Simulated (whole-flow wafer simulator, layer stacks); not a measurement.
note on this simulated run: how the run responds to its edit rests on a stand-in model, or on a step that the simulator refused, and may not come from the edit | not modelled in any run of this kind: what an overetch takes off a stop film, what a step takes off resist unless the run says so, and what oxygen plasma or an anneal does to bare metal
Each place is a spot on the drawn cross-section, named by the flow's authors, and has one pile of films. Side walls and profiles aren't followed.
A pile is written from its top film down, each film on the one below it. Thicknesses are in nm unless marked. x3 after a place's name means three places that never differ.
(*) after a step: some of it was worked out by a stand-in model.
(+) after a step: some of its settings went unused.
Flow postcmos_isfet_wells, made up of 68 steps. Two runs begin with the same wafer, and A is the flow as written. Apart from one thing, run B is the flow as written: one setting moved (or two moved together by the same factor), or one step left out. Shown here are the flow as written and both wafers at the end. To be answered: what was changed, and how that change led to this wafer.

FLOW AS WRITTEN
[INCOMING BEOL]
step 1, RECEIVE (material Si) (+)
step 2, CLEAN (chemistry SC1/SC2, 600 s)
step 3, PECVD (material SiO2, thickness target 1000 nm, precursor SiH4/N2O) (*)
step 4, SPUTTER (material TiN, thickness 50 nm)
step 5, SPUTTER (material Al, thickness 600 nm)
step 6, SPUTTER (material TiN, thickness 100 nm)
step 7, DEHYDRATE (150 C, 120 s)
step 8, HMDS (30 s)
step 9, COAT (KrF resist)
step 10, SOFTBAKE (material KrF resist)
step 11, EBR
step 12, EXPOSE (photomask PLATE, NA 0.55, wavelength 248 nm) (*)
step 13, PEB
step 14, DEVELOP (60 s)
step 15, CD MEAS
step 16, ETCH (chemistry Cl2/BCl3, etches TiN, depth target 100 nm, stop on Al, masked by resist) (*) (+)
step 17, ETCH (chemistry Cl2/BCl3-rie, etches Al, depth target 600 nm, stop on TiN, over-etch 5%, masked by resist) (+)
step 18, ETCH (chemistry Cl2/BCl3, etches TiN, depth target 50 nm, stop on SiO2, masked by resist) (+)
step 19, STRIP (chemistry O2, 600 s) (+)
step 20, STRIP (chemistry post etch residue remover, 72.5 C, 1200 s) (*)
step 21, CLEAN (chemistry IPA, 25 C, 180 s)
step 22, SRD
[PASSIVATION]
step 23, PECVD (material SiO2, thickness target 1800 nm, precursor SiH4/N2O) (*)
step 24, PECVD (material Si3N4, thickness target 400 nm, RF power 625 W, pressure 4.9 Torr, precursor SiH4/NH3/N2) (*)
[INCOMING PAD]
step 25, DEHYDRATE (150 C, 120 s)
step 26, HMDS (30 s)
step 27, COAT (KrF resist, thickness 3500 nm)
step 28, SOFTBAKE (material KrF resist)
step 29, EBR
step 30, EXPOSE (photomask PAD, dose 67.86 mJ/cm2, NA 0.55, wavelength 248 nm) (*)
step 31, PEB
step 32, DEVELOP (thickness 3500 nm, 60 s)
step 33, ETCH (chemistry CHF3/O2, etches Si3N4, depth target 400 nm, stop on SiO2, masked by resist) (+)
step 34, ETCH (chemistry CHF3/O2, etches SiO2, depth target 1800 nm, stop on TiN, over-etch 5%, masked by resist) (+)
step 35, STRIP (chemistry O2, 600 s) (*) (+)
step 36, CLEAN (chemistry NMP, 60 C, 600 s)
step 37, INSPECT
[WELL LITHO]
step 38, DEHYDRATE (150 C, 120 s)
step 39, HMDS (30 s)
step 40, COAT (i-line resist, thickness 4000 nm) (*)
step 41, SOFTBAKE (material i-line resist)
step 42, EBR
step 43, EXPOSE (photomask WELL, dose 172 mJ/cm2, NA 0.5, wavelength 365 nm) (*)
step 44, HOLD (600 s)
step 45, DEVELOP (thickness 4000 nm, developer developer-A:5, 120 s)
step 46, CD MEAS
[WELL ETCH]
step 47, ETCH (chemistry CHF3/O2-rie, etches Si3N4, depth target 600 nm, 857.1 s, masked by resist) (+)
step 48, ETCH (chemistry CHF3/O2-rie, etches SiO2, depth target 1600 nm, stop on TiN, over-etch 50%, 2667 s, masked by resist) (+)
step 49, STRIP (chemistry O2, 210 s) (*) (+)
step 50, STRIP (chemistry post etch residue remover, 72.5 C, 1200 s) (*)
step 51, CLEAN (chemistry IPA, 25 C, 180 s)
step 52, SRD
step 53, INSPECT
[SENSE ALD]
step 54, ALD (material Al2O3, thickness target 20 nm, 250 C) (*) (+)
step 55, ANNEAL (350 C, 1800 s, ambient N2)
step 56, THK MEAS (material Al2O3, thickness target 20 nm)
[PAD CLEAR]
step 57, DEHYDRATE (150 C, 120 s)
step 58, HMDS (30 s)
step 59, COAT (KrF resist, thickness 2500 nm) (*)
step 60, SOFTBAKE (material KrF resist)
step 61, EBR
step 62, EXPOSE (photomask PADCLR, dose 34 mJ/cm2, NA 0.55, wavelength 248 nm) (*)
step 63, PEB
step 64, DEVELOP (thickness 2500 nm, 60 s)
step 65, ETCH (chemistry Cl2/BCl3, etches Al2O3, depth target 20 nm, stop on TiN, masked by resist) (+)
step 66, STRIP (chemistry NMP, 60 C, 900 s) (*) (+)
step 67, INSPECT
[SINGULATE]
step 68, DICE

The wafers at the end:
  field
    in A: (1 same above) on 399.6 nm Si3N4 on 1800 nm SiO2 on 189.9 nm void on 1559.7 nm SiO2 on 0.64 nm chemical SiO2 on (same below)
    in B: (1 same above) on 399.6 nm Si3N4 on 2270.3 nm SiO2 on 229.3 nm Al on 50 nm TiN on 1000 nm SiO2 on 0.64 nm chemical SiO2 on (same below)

Cause: step 17, ETCH: depth target 315 nm was run, whereas the flow has depth target 600 nm.

How this came from the change, step by step:
  step 17, ETCH (chemistry Cl2/BCl3-rie, etches Al, depth target 600 nm, stop on TiN, over-etch 5%, masked by resist) (+)
      field: A Al loses 600 (all of it) | B Al loses 315
      margin, well900, well1300 x3, pad_rim, pad_clr, pad_open: A KrF resist loses 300 | B KrF resist loses 157.5
  step 18, ETCH (chemistry Cl2/BCl3, etches TiN, depth target 50 nm, stop on SiO2, masked by resist) (+)
      field: A TiN loses 50 (all of it) | B Al loses 50
  step 19, STRIP (chemistry O2, 600 s) (+)
      margin, well900, well1300 x3, pad_rim, pad_clr, pad_open: A KrF resist loses 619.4 (all of it) | B KrF resist loses 761.9 (all of it)
  step 20, STRIP (chemistry post etch residue remover, 72.5 C, 1200 s) (*)
      field: A nothing | B Al loses 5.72
  step 23, PECVD (material SiO2, thickness target 1800 nm, precursor SiH4/N2O) (*)
      field: A SiO2 gains 1800 (new film), void gains 189.9 (new film), SiO2 gains 559.7 | B SiO2 gains 2270.3 (new film)
If metal films that touch count as one body, field has 1 body; the flow as written gives 0 bodies.
